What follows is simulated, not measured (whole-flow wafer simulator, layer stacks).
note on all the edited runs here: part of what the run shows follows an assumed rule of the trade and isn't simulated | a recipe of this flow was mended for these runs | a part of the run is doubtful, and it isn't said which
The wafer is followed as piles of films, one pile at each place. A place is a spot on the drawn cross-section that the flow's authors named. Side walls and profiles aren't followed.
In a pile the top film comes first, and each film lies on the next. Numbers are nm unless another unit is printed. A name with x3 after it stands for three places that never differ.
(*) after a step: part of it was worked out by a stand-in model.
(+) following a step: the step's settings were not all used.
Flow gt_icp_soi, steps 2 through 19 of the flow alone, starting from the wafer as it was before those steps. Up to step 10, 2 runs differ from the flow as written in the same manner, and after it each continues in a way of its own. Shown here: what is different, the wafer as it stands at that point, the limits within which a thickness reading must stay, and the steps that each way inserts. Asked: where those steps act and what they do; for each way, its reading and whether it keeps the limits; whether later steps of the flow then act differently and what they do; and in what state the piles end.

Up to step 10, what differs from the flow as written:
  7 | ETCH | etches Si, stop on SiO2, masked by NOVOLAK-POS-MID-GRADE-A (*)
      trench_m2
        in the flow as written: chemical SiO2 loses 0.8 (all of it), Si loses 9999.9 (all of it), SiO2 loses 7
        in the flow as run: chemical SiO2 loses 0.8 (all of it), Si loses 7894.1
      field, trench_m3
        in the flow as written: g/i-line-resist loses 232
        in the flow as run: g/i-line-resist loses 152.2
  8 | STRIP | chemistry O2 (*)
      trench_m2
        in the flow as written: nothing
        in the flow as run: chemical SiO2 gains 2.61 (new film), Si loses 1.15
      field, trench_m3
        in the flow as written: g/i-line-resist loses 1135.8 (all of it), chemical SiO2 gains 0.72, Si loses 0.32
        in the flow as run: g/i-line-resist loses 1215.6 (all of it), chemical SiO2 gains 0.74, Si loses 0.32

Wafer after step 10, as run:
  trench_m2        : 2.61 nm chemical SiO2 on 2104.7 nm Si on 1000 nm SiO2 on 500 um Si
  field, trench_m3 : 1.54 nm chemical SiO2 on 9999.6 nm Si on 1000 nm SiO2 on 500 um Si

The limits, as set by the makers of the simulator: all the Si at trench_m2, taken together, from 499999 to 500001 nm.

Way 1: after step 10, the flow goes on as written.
  The reading taken after step 10 is 502104.7 nm, which is outside the limits.
  Later steps of the flow acting differently than as written (not shown: 2 more steps that differ only slightly, by at most 2% or 0.5 nm, whichever is larger):
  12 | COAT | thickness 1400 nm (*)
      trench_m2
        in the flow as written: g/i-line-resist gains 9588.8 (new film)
        going this way: g/i-line-resist gains 7911.4 (new film)
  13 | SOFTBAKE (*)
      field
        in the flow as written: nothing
        going this way: g/i-line-resist gains 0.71
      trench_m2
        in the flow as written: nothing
        going this way: g/i-line-resist gains 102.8
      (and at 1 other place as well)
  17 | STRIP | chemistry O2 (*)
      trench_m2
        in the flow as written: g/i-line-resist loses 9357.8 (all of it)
        going this way: g/i-line-resist loses 7783.1 (all of it), chemical SiO2 gains 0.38, Si loses 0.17
  By the end, the piles at trench_m2 depart from the flow's by more than 2% or 0.5 nm, whichever is larger.
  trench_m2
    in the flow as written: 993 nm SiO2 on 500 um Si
    going this way: 2.99 nm chemical SiO2 on 2104.6 nm Si on 1000 nm SiO2 on 500 um Si

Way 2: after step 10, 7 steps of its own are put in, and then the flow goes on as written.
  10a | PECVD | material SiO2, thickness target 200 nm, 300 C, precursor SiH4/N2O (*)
      field, trench_m3
        SiO2 gains 200 (new film)
      trench_m2
        SiO2 gains 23 (new film)
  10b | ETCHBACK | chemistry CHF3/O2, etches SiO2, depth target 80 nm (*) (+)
      field, trench_m3
        SiO2 loses 80
      trench_m2
        SiO2 loses 23 (all of it), chemical SiO2 loses 2.61 (all of it), Si loses 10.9
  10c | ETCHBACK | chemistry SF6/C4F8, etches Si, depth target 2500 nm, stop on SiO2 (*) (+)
      field, trench_m3
        SiO2 loses 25
      trench_m2
        Si loses 2093.8 (all of it), SiO2 loses 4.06
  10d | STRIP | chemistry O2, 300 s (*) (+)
      leaves every film unchanged at each place that is followed
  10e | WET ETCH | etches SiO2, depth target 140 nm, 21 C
      field, trench_m3
        SiO2 loses 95 (all of it), chemical SiO2 loses 1.54 (all of it)
      trench_m2
        SiO2 loses 140
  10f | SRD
      leaves every film unchanged at each place that is followed
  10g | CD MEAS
      leaves every film unchanged at each place that is followed
  The reading taken after step 10g is 500000 nm, which is within the limits.
  Later steps of the flow acting differently than as written (not shown: 1 more step that differs only slightly, by at most 2% or 0.5 nm, whichever is larger):
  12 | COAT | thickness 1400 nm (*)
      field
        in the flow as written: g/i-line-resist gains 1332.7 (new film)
        going this way: g/i-line-resist gains 866.2 (new film)
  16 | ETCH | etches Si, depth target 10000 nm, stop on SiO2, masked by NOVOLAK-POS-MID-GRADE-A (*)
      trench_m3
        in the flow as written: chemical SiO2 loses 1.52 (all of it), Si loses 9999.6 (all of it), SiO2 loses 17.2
        going this way: Si loses 9999.6 (all of it), SiO2 loses 17.2
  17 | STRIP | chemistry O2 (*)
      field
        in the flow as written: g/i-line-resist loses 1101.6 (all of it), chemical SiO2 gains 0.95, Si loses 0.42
        going this way: chemical SiO2 gains 2.28 (new film), g/i-line-resist loses 635.1 (all of it), Si loses 1
  By the end, the piles at trench_m2 depart from the flow's by more than 2% or 0.5 nm, whichever is larger.
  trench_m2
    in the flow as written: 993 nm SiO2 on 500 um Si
    going this way: 855.9 nm SiO2 on 500 um Si

Keeping within the limits: way 2. Outside them: way 1.
